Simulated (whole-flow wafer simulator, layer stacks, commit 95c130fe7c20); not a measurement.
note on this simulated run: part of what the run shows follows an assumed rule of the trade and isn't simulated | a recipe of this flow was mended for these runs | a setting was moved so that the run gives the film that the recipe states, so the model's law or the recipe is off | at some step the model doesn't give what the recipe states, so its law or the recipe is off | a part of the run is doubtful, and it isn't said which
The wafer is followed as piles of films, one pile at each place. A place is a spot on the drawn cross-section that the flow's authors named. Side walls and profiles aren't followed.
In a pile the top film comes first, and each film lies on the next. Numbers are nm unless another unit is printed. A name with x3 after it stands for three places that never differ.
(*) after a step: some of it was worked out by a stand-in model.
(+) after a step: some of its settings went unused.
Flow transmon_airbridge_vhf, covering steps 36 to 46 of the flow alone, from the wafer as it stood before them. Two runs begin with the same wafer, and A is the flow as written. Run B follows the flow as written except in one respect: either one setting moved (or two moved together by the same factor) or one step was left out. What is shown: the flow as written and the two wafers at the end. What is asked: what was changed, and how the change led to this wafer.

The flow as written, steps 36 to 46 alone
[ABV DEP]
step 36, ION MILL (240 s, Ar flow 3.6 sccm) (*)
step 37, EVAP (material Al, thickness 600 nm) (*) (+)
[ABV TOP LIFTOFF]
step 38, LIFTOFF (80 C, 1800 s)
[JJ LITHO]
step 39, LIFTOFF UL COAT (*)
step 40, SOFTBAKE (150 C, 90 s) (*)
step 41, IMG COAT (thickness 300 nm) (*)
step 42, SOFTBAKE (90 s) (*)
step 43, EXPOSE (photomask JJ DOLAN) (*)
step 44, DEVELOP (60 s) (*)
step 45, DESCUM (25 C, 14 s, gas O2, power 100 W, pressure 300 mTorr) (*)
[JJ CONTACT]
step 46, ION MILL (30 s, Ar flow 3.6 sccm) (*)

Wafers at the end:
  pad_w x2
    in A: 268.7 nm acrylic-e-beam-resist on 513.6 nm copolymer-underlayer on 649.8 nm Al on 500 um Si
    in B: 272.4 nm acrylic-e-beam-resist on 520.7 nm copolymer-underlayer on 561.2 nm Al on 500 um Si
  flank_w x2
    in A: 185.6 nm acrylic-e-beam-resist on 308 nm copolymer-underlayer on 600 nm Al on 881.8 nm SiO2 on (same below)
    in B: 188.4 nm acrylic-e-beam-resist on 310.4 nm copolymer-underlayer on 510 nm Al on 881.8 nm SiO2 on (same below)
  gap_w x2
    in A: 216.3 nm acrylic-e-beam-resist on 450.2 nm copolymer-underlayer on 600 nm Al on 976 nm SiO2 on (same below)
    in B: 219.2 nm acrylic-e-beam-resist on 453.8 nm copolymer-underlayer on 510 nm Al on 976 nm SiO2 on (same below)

The reason: step 37, EVAP: thickness 510 nm was run, whereas the flow has thickness 600 nm.
One can read it off the wafer: flank_w x2 has Al 510, and step 37 as written asks for 600 nm.

Step by step, how the change led to this:
  step 37, EVAP (material Al, thickness 600 nm) (*) (+)
      field x3, jj_line, ground_far and 10 more: A Al gains 600 (new film) | B Al gains 510 (new film)
      pad_w x2: A Al gains 591.1 | B Al gains 502.4
  step 38, LIFTOFF (80 C, 1800 s)
      field x3, jj_line, trace_open_s x2: A Al loses 600 (all of it), i-line-resist loses 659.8 (all of it), lift-off-underlayer loses 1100 (all of it), acrylic-e-beam-resist loses 240 (all of it) | B Al loses 510 (all of it), i-line-resist loses 659.8 (all of it), lift-off-underlayer loses 1100 (all of it), acrylic-e-beam-resist loses 240 (all of it)
      margin_s, margin_n: A Al loses 600 (all of it), i-line-resist loses 378.2 (all of it), lift-off-underlayer loses 823.4 (all of it), acrylic-e-beam-resist loses 168.6 (all of it) | B Al loses 510 (all of it), i-line-resist loses 378.2 (all of it), lift-off-underlayer loses 823.4 (all of it), acrylic-e-beam-resist loses 168.6 (all of it)
      (and at 1 other place as well)
  step 39, LIFTOFF UL COAT (*)
      bridge_strip: A copolymer-underlayer gains 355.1 (new film) | B copolymer-underlayer gains 365 (new film)
  step 41, IMG COAT (thickness 300 nm) (*)
      bridge_strip: A acrylic-e-beam-resist gains 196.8 (new film) | B acrylic-e-beam-resist gains 202 (new film)
